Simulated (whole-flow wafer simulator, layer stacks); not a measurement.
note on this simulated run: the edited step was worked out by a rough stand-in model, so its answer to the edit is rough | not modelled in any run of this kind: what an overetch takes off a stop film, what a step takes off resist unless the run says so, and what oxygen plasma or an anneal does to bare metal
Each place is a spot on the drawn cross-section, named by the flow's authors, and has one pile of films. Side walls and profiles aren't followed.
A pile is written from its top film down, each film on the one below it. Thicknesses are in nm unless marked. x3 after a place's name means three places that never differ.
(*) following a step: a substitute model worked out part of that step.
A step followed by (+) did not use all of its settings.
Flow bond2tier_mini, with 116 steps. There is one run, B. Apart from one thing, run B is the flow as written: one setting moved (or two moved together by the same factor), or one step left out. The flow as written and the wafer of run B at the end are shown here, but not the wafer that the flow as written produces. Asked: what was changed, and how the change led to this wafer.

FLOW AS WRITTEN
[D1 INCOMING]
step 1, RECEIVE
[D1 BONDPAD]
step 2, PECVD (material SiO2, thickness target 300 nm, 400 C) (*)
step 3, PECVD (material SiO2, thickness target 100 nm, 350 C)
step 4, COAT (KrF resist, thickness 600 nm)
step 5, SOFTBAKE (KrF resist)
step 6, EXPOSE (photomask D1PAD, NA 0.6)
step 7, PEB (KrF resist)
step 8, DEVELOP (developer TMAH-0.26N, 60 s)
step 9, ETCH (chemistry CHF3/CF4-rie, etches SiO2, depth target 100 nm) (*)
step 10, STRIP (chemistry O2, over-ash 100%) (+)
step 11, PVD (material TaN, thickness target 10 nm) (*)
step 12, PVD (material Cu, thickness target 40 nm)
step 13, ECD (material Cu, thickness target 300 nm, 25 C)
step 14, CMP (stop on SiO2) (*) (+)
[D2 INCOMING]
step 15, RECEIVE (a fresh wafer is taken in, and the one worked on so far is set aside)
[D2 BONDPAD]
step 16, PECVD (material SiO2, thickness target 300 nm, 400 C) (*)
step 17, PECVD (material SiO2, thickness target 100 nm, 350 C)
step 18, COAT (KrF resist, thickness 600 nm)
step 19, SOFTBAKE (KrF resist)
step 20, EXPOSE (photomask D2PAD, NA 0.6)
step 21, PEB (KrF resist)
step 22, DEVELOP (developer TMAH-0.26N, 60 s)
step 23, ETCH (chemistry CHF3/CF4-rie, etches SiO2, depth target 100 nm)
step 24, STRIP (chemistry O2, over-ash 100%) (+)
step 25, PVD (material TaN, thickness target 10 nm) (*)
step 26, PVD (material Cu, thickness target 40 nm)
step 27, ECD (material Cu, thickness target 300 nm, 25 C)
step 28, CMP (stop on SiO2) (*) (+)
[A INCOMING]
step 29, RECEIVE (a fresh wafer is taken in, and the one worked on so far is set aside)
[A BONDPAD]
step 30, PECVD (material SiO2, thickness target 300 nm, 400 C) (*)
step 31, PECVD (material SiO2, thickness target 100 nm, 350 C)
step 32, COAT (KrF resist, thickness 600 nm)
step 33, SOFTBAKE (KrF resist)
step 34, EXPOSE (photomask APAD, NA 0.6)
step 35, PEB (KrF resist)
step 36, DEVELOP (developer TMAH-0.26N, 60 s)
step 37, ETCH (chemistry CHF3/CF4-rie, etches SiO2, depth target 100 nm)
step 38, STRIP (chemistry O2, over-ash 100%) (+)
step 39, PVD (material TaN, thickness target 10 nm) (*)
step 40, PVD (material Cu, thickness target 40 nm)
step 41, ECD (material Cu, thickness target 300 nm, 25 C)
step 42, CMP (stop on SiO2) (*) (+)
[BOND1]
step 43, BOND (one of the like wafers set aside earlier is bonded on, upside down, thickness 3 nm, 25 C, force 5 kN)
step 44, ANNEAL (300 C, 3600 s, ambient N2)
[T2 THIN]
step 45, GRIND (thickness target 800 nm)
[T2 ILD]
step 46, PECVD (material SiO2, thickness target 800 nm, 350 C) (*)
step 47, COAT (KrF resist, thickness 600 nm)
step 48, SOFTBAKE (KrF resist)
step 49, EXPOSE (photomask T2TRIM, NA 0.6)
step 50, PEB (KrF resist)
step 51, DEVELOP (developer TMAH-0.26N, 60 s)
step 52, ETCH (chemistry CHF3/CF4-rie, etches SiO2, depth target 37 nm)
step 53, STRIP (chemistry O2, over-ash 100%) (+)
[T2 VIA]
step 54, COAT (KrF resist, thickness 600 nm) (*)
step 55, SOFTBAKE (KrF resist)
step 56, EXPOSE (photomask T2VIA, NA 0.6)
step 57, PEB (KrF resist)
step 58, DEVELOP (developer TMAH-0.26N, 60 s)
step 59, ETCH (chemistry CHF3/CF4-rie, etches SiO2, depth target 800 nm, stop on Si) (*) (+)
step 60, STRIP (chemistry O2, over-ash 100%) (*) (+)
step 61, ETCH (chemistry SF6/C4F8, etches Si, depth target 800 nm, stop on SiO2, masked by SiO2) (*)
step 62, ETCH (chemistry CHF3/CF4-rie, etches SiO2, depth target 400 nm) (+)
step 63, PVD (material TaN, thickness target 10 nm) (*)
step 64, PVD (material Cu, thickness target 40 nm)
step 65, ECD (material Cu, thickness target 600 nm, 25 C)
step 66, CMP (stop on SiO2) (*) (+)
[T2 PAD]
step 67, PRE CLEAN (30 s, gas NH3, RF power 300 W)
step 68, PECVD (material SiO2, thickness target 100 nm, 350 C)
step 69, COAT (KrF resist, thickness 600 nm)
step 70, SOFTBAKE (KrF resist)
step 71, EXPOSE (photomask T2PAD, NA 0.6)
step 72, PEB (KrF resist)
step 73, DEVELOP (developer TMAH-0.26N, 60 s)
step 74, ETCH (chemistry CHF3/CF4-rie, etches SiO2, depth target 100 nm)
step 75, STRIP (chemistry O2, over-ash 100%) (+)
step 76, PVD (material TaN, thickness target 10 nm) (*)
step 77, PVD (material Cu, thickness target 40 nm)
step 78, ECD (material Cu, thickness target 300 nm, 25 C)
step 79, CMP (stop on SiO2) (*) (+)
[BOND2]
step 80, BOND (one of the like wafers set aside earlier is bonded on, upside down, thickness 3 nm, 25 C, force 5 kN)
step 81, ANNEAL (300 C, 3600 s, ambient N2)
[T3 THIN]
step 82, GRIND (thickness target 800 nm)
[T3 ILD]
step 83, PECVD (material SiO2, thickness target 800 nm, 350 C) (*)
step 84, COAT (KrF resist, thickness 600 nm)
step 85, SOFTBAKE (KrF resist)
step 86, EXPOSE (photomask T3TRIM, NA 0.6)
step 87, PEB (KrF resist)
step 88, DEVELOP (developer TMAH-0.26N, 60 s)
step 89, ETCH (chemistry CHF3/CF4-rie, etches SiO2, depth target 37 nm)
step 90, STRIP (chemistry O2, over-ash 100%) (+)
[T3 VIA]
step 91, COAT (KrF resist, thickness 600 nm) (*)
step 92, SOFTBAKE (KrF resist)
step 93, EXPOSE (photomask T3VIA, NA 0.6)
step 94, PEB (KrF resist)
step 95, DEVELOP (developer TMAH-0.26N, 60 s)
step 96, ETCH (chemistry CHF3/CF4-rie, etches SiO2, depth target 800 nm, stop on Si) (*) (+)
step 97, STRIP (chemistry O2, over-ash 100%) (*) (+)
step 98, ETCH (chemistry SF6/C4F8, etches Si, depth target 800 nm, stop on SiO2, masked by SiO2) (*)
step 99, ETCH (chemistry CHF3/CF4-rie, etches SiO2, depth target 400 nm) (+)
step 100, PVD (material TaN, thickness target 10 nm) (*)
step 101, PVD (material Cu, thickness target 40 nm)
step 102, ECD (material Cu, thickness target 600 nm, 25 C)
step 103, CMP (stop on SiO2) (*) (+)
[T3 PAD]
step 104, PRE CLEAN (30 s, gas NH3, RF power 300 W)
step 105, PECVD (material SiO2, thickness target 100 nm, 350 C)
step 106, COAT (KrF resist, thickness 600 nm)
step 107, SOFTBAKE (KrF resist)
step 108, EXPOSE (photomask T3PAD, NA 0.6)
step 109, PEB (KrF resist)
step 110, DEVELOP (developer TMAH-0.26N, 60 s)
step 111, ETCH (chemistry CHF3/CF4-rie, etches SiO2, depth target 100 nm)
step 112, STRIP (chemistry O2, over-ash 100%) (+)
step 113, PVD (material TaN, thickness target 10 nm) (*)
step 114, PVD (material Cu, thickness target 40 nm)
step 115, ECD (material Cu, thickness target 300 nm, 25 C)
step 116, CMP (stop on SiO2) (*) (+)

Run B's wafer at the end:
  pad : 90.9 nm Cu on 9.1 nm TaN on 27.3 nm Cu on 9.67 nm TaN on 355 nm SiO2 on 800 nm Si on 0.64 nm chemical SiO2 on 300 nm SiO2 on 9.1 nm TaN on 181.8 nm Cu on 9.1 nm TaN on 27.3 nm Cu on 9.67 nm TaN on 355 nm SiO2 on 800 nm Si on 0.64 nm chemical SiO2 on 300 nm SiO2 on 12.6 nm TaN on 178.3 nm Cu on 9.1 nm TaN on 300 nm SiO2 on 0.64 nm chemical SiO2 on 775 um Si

What caused this: step 11, PVD: thickness target 13.8 nm was run, whereas the flow has thickness target 10 nm.

The path from the change to this, step by step:
  step 11, PVD (material TaN, thickness target 10 nm) (*)
      field: TaN gains 13.8 (new film) (as written it would have been: TaN gains 10 (new film))
      pad: TaN gains 12.6 (new film) (as written it would have been: TaN gains 9.1 (new film))
      (as well as at 1 more place)
  step 14, CMP (stop on SiO2) (*) (+)
      field: Cu loses 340 (all of it), TaN loses 13.8 (all of it) (as written it would have been: Cu loses 340 (all of it), TaN loses 10 (all of it))
  step 43, BOND (one of the like wafers set aside earlier is bonded on, upside down, thickness 3 nm, 25 C, force 5 kN)
      pad: Si gains 775 um (new film), chemical SiO2 gains 0.64 (new film), SiO2 gains 300 (new film), TaN gains 12.6 (new film), Cu gains 87.4 (as written it would have been: Si gains 775 um (new film), chemical SiO2 gains 0.64 (new film), SiO2 gains 300 (new film), TaN gains 9.1 (new film), Cu gains 90.9)
      via: Si gains 775 um (new film), chemical SiO2 gains 0.64 (new film), SiO2 gains 300 (new film), TaN gains 13.8 (new film), Cu gains 86.2 (as written it would have been: Si gains 775 um (new film), chemical SiO2 gains 0.64 (new film), SiO2 gains 300 (new film), TaN gains 9.97 (new film), Cu gains 90)
